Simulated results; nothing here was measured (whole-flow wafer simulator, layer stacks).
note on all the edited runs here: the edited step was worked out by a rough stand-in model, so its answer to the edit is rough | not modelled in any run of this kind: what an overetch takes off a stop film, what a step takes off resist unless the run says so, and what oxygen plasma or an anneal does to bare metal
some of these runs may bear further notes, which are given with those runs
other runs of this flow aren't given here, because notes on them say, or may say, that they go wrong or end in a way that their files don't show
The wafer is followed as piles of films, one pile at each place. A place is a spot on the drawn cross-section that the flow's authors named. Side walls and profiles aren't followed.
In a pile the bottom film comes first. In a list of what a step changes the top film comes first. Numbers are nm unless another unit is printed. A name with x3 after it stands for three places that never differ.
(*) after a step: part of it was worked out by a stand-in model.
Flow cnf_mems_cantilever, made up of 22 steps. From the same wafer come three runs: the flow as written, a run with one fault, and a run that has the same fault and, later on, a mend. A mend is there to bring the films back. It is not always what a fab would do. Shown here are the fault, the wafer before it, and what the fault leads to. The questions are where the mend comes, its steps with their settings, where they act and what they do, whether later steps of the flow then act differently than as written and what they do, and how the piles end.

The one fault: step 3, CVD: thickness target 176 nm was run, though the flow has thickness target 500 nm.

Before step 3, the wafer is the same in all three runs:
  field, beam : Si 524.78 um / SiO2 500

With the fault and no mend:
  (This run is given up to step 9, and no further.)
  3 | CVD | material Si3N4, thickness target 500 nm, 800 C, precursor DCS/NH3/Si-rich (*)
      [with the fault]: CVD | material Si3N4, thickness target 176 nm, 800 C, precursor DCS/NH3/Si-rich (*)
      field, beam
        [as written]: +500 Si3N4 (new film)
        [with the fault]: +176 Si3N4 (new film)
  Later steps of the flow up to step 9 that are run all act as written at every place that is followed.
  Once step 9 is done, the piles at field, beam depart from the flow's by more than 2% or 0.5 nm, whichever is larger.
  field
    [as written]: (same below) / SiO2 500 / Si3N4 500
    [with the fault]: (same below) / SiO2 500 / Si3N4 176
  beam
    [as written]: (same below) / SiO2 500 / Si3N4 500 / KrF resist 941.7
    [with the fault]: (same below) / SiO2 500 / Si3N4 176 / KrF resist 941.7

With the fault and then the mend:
  After step 9 comes the mend.
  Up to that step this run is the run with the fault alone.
  9a | STRIP | chemistry O2, power 800 W (*)
      beam
        -941.7 KrF resist (all of it)
  9b | CLEAN | chemistry SC1/SC2 (*) (the flow's step 1 again)
      alters no film at any place that is followed
  9c | CVD | material Si3N4, thickness target 324 nm, 800 C, precursor DCS/NH3/Si-rich (*) (the flow's step 3 again, with other settings)
      field, beam
        +324 Si3N4
  9d | HMDS (the flow's step 4 again)
      alters no film at any place that is followed
  9e | COAT | KrF resist, thickness 1000 nm (the flow's step 5 again)
      field, beam
        +1000 KrF resist (new film)
  9f | SOFTBAKE | KrF resist (the flow's step 6 again)
      alters no film at any place that is followed
  9g | EXPOSE | photomask CANTILEVER (the flow's step 7 again)
      alters no film at any place that is followed
  9h | PEB | KrF resist, 135 C, 90 s (the flow's step 8 again)
      field, beam
        -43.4 KrF resist
  9i | DEVELOP | developer TMAH-0.26N, 60 s (the flow's step 9 again)
      field
        -956.6 KrF resist (all of it)
      beam
        -14.9 KrF resist
  Later steps of the flow that are run all act as written at every place that is followed.
  By the end, the piles equal the flow's at every place that both follow.
